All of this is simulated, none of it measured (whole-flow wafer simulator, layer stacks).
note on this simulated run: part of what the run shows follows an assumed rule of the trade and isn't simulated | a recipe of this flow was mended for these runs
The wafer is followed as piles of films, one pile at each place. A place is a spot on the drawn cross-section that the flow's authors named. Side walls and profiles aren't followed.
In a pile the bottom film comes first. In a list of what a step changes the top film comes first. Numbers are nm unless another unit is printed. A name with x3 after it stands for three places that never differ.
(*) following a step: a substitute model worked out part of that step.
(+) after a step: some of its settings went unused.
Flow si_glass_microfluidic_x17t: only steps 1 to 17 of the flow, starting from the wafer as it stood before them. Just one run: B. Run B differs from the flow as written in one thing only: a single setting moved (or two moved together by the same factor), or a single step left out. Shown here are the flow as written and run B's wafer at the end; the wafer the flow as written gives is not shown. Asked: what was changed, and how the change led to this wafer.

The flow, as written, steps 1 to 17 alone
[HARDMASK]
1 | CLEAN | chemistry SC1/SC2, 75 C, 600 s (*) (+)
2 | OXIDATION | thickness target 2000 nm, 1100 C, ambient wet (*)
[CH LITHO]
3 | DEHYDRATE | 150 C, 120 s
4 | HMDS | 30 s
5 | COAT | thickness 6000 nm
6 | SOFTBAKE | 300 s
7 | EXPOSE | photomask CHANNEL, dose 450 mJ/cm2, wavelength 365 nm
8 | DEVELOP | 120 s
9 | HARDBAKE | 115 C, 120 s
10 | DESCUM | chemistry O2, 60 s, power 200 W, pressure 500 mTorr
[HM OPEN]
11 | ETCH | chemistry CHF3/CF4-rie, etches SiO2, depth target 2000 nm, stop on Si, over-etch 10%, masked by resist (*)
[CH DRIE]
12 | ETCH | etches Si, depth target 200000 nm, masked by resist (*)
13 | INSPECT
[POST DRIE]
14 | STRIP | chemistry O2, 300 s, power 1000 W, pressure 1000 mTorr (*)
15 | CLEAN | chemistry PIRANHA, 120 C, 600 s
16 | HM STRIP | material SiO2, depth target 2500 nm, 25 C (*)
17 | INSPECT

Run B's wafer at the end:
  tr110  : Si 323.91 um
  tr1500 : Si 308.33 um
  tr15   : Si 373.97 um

What caused this: step 11, ETCH: depth target 2720 nm was run, though the flow has depth target 2000 nm.

The path from the change to this, step by step:
  11 | ETCH | chemistry CHF3/CF4-rie, etches SiO2, depth target 2000 nm, stop on Si, over-etch 10%, masked by resist (*)
      tr110, tr1500, tr15: SiO2 loses 2000 (all of it), Si loses 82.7 (in the flow as written it would be: SiO2 loses 2000 (all of it), Si loses 16.7)
      land: thick-i-line-resist loses 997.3 (in the flow as written it would be: thick-i-line-resist loses 733.3)
  12 | ETCH | etches Si, depth target 200000 nm, masked by resist (*)
      tr1500: Si loses 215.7 um (in the flow as written it would be: Si loses 215.73 um)
      tr15: Si loses 150.06 um (in the flow as written it would be: Si loses 149.99 um)
  14 | STRIP | chemistry O2, 300 s, power 1000 W, pressure 1000 mTorr (*)
      land: thick-i-line-resist loses 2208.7 (all of it) (in the flow as written it would be: thick-i-line-resist loses 2472.3 (all of it))
